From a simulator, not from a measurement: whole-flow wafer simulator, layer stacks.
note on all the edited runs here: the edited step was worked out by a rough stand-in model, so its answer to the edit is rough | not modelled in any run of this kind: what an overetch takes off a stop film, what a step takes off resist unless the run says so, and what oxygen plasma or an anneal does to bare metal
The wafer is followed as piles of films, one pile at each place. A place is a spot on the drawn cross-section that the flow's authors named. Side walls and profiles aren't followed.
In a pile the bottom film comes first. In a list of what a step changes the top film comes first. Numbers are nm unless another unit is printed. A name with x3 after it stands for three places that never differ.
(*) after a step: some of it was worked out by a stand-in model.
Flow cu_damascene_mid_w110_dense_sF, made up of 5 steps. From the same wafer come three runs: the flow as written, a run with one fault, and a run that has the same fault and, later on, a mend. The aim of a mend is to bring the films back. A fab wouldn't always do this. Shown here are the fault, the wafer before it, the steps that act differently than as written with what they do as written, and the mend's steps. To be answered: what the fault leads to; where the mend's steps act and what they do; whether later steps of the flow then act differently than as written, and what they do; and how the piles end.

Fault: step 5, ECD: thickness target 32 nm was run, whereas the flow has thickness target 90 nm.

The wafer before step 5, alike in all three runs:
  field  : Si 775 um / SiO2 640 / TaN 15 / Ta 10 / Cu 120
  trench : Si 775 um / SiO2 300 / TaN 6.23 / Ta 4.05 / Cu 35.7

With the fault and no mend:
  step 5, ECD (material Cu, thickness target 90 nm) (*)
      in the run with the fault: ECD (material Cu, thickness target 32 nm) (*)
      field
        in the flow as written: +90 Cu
        in the run with the fault: +32 Cu
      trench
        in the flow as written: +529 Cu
        in the run with the fault: +471 Cu
  Every later step of the flow that is run acts as written at every place that is followed.
  The piles end different from the flow's at field, trench by more than 2% or 0.5 nm, whichever is larger.
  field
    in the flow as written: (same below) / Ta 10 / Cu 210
    in the run with the fault: (same below) / Ta 10 / Cu 152
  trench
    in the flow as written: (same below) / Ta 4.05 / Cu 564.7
    in the run with the fault: (same below) / Ta 4.05 / Cu 506.7

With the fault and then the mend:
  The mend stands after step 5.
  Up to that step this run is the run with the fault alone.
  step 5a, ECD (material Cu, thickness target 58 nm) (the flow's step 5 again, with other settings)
      field, trench
        +58 Cu
  Every later step of the flow that is run acts as written at every place that is followed.
  By the end, the piles equal the flow's at every place that both follow.
